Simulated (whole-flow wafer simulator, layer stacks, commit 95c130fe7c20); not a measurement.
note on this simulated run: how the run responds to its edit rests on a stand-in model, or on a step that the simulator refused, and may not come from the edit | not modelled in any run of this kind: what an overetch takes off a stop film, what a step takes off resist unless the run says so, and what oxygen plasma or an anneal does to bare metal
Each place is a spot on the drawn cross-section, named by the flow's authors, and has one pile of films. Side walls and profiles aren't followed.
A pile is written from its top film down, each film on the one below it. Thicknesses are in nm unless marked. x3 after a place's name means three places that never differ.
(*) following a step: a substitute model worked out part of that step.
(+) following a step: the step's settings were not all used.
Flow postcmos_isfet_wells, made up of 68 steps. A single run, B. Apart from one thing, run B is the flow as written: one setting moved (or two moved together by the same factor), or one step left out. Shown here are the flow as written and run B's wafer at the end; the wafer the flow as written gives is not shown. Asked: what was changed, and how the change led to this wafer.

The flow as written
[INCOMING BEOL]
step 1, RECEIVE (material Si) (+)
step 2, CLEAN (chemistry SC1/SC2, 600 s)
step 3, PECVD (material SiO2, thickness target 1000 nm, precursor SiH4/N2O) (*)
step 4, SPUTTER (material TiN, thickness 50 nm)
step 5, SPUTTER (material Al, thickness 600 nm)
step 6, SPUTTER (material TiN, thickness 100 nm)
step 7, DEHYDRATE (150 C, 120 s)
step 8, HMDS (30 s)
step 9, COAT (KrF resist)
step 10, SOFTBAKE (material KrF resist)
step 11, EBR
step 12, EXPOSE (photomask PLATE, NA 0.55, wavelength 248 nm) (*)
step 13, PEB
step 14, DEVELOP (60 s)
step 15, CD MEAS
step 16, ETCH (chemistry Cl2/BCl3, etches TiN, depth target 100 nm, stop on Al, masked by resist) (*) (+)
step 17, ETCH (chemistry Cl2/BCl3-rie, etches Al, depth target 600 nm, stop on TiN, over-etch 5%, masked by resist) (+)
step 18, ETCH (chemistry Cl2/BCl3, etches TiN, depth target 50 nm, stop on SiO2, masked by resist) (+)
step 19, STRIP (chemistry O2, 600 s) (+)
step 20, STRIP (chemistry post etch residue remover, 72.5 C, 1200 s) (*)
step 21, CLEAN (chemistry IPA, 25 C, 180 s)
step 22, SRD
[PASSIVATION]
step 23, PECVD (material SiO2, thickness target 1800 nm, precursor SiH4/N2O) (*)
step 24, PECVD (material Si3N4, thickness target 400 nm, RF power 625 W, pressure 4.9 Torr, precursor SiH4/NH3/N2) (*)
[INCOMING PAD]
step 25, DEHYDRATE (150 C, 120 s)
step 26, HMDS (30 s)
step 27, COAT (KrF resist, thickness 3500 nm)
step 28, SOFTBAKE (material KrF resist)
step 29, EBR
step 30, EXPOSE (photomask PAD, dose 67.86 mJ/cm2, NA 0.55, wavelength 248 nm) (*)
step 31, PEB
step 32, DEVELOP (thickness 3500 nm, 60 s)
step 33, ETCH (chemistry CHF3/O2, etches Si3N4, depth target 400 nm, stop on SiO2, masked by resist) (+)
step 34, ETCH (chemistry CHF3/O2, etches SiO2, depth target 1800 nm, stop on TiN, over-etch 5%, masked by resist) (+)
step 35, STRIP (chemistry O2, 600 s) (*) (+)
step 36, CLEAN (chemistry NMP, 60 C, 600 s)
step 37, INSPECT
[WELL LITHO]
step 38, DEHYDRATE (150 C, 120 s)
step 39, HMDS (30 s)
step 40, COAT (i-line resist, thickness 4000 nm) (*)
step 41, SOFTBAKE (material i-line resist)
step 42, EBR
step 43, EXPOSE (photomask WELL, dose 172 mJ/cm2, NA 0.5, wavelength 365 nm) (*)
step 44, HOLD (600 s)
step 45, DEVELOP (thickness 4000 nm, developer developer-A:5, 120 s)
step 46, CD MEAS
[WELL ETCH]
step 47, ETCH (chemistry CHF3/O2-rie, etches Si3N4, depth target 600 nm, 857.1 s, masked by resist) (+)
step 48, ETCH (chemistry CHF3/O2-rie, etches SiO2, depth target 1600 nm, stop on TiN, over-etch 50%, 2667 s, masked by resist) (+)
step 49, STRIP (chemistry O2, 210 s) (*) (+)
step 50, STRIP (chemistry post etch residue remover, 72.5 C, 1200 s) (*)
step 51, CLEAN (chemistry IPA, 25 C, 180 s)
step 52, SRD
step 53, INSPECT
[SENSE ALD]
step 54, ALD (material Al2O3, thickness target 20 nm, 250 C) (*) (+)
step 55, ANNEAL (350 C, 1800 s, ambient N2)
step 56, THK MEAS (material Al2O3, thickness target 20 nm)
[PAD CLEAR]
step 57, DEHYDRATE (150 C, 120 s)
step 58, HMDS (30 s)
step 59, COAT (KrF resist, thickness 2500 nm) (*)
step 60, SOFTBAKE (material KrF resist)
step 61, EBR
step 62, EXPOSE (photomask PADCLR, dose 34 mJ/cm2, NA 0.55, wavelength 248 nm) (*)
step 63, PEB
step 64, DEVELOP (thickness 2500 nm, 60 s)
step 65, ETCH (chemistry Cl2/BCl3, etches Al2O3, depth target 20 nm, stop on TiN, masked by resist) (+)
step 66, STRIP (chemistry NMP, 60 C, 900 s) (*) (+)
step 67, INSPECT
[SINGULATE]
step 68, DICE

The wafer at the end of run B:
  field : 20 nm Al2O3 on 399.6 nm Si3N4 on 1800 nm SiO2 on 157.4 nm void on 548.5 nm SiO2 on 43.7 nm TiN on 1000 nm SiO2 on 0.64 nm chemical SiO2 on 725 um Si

Cause: step 17, ETCH: depth target 495 nm was run, while the flow as written has depth target 600 nm.

How this came from the change, step by step:
  step 17, ETCH (chemistry Cl2/BCl3-rie, etches Al, depth target 600 nm, stop on TiN, over-etch 5%, masked by resist) (+)
      field: Al loses 495 (in the flow as written it would be: Al loses 600 (all of it))
      margin, well900, well1300 x3, pad_rim, pad_clr, pad_open: KrF resist loses 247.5 (in the flow as written it would be: KrF resist loses 300)
  step 18, ETCH (chemistry Cl2/BCl3, etches TiN, depth target 50 nm, stop on SiO2, masked by resist) (+)
      field: Al loses 105 (all of it), TiN loses 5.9 (in the flow as written it would be: TiN loses 50 (all of it))
  step 19, STRIP (chemistry O2, 600 s) (+)
      margin, well900, well1300 x3, pad_rim, pad_clr, pad_open: KrF resist loses 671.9 (all of it) (in the flow as written it would be: KrF resist loses 619.4 (all of it))
  step 23, PECVD (material SiO2, thickness target 1800 nm, precursor SiH4/N2O) (*)
      field: SiO2 gains 1800 (new film), void gains 157.4 (new film), SiO2 gains 548.5 (new film) (in the flow as written it would be: SiO2 gains 1800 (new film), void gains 189.9 (new film), SiO2 gains 559.7)
With metal films that touch counted as one body, field has 1 body; the flow as written gives 0 bodies.
